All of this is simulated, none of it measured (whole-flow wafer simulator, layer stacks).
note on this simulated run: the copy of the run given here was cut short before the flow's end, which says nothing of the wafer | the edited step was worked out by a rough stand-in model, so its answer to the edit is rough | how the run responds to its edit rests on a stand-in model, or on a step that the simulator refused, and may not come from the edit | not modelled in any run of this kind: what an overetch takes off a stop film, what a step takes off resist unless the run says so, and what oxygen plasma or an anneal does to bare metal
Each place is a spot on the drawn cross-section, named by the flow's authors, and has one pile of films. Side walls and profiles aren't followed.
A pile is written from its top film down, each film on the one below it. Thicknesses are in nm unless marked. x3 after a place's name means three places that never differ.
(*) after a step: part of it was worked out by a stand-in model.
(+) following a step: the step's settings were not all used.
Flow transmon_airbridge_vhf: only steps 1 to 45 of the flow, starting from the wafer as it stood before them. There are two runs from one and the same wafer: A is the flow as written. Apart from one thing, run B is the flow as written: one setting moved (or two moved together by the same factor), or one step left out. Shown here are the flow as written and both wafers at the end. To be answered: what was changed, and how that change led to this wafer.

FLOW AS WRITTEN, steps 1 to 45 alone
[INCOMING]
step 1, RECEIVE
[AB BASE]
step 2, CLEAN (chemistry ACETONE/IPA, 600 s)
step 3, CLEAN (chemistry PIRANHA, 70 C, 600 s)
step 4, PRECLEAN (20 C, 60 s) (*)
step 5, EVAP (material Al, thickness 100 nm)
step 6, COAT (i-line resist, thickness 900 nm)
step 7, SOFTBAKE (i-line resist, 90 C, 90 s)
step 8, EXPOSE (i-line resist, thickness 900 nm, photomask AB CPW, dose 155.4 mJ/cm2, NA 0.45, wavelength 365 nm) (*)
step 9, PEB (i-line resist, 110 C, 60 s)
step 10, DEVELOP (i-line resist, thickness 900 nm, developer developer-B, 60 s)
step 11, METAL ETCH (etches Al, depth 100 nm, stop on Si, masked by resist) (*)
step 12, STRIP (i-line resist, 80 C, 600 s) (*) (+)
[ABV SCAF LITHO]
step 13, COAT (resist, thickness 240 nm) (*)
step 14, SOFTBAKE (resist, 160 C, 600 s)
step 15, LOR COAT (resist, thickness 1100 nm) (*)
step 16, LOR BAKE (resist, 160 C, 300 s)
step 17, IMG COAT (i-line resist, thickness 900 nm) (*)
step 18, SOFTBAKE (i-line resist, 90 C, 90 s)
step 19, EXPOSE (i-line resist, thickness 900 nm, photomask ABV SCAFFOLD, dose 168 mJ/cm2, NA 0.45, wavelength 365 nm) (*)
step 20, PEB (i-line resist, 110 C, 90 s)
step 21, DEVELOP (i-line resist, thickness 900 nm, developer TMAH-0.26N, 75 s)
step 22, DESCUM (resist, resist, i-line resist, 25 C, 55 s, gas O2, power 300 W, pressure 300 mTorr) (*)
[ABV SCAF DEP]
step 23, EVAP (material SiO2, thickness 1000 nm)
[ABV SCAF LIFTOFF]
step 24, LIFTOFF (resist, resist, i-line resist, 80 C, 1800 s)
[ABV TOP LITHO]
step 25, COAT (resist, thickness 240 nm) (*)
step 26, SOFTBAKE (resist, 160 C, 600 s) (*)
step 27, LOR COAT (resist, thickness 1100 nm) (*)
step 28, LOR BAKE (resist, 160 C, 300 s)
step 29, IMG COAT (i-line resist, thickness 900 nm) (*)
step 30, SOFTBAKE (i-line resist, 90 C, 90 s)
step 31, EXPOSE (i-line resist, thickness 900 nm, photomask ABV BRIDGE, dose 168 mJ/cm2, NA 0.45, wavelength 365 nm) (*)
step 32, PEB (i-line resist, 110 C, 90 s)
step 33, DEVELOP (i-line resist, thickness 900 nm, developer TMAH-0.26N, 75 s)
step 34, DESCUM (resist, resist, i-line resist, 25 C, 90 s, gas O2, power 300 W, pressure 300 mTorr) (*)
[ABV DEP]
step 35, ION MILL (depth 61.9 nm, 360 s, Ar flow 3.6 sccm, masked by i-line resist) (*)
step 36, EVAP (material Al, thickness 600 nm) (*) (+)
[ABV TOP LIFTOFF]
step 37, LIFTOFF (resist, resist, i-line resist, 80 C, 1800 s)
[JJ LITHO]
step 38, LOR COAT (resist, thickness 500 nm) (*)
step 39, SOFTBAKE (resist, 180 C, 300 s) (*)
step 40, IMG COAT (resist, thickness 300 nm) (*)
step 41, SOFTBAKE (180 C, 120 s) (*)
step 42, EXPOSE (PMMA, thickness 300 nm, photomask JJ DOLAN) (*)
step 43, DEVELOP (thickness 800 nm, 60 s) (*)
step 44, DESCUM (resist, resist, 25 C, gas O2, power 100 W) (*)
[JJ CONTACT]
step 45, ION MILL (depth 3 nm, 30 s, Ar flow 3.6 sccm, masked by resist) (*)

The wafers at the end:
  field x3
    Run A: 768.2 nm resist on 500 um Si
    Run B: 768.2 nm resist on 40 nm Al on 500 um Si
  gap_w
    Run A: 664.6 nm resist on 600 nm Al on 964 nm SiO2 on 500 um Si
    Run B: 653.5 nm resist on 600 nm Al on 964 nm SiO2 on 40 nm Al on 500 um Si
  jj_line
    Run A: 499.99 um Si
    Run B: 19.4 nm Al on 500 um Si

The reason: step 11, METAL ETCH: depth 60 nm was run, though the flow has depth 100 nm.

How this came from the change, step by step:
  step 11, METAL ETCH (etches Al, depth 100 nm, stop on Si, masked by resist) (*)
      field x3, jj_line, gap_w, gap_e: A -100 Al (all of it) | B -60 Al
      ground_far, pad_w, flank_w and 8 more: A -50 i-line resist | B -30 i-line resist
  step 12, STRIP (i-line resist, 80 C, 600 s) (*) (+)
      ground_far, pad_w, flank_w and 8 more: A -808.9 i-line resist (all of it) | B -828.9 i-line resist (all of it)
  step 13, COAT (resist, thickness 240 nm) (*)
      flank_w, flank_e: A +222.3 resist (new film) | B +228.9 resist (new film)
  step 22, DESCUM (resist, resist, i-line resist, 25 C, 55 s, gas O2, power 300 W, pressure 300 mTorr) (*)
      flank_w, flank_e: A -222.3 resist (all of it) | B -228.9 resist (all of it)
  step 25, COAT (resist, thickness 240 nm) (*)
      flank_w, flank_e: A +152.6 resist (new film) | B +157 resist (new film)
      gap_w, gap_e: A +210.7 resist (new film) | B +206.4 resist (new film)
  step 34, DESCUM (resist, resist, i-line resist, 25 C, 90 s, gas O2, power 300 W, pressure 300 mTorr) (*)
      flank_w, flank_e: A -152.6 resist (all of it) | B -157 resist (all of it)
      gap_w, gap_e: A -210.7 resist (all of it) | B -206.4 resist (all of it)
  step 40, IMG COAT (resist, thickness 300 nm) (*)
      flank_w, flank_e: A +212.1 resist | B +218.3 resist
  step 45, ION MILL (depth 3 nm, 30 s, Ar flow 3.6 sccm, masked by resist) (*)
      jj_line: A -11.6 Si | B -20.6 Al
If metal films that touch count as one body, field x3 has 1 body; the flow as written gives 0 bodies.
If metal films that touch count as one body, gap_w has 2 bodies (between them, from the top down: SiO2 964); the flow as written gives 1 body.
If metal films that touch count as one body, jj_line has 1 body; the flow as written gives 0 bodies.
